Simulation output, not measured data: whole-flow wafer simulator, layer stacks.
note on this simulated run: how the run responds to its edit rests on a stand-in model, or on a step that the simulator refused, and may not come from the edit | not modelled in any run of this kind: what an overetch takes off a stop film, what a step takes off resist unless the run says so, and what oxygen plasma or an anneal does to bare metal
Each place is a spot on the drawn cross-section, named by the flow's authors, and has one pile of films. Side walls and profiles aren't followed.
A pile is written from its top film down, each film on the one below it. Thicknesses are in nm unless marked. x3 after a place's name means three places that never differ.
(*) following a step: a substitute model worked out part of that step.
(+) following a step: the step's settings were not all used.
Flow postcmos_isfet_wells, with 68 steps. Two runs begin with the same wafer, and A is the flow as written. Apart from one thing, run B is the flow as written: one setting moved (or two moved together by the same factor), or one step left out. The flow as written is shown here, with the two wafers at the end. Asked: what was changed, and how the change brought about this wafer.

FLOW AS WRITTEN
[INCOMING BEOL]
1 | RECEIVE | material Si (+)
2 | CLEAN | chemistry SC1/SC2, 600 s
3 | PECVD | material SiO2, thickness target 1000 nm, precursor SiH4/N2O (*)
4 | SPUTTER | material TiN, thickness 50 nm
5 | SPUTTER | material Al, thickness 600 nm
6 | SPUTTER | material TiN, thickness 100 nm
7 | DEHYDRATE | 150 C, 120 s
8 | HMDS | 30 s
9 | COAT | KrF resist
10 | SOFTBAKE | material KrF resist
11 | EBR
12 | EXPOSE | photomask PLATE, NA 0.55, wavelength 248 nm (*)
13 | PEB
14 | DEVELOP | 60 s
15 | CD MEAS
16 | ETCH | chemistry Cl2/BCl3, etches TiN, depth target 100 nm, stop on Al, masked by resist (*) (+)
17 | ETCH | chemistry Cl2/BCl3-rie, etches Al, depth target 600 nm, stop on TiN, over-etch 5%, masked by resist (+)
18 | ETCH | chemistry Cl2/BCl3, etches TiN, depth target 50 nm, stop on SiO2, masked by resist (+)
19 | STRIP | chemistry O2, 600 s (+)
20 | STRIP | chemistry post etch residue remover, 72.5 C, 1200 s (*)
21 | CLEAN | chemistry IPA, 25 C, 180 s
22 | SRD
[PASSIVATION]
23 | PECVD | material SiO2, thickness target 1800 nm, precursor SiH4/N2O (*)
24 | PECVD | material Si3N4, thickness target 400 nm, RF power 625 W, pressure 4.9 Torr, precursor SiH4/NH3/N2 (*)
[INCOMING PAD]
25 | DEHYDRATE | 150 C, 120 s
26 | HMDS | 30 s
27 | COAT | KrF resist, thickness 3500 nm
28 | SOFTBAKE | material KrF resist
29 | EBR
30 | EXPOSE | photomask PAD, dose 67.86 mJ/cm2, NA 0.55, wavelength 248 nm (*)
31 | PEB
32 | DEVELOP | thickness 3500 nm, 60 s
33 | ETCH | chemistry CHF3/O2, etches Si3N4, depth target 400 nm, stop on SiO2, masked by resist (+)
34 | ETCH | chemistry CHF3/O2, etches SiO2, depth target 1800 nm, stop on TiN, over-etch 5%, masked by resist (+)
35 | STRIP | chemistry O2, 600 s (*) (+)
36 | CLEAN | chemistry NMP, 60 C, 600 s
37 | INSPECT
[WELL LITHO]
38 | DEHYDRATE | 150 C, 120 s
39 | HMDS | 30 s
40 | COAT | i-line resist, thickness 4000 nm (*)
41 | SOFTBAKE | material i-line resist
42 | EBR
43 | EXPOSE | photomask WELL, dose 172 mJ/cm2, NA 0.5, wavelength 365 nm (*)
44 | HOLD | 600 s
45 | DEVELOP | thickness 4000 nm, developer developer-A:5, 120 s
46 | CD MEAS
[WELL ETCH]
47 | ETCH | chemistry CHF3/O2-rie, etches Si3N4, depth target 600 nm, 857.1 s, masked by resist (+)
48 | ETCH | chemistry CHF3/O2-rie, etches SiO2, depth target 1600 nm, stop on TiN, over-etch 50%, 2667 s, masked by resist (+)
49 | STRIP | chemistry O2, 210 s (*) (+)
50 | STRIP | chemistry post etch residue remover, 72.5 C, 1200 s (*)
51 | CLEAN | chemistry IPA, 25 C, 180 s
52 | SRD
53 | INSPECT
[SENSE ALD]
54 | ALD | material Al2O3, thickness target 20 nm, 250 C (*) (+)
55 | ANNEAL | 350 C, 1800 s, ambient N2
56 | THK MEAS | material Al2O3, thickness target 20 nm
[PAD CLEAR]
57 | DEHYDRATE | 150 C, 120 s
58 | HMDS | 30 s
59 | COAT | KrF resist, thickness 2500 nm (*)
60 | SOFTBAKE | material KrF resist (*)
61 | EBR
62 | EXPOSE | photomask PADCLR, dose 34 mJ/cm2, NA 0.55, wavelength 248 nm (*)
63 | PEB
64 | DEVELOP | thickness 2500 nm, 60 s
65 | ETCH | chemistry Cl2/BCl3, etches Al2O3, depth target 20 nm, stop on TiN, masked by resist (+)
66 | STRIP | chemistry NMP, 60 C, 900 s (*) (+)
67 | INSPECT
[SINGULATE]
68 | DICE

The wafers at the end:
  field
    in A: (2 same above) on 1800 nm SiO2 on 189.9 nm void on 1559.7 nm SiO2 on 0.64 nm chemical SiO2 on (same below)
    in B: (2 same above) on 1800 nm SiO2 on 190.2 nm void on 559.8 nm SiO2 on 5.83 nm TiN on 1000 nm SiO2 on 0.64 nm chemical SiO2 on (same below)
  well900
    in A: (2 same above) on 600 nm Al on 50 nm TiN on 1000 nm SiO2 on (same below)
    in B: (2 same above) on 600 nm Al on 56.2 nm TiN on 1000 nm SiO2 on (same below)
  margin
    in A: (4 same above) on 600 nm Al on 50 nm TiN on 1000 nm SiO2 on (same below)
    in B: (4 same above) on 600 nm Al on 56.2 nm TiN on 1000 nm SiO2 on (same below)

What caused this: step 4, SPUTTER: thickness 56.25 nm was run, though the flow has thickness 50 nm.
The wafer itself shows it: well900 has TiN 56.2, and step 4 as written asks for 50 nm.

How this came from the change, step by step:
  4 | SPUTTER | material TiN, thickness 50 nm
      field, margin, well900 and 6 more: A TiN gains 50 (new film) | B TiN gains 56.2 (new film)
  18 | ETCH | chemistry Cl2/BCl3, etches TiN, depth target 50 nm, stop on SiO2, masked by resist (+)
      field: A TiN loses 50 (all of it) | B TiN loses 50
  23 | PECVD | material SiO2, thickness target 1800 nm, precursor SiH4/N2O (*)
      field: A SiO2 gains 1800 (new film), void gains 189.9 (new film), SiO2 gains 559.7 | B SiO2 gains 1800 (new film), void gains 190.2 (new film), SiO2 gains 559.8 (new film)
Taking metal films that touch as one body, field has 1 body; the flow as written gives 0 bodies.
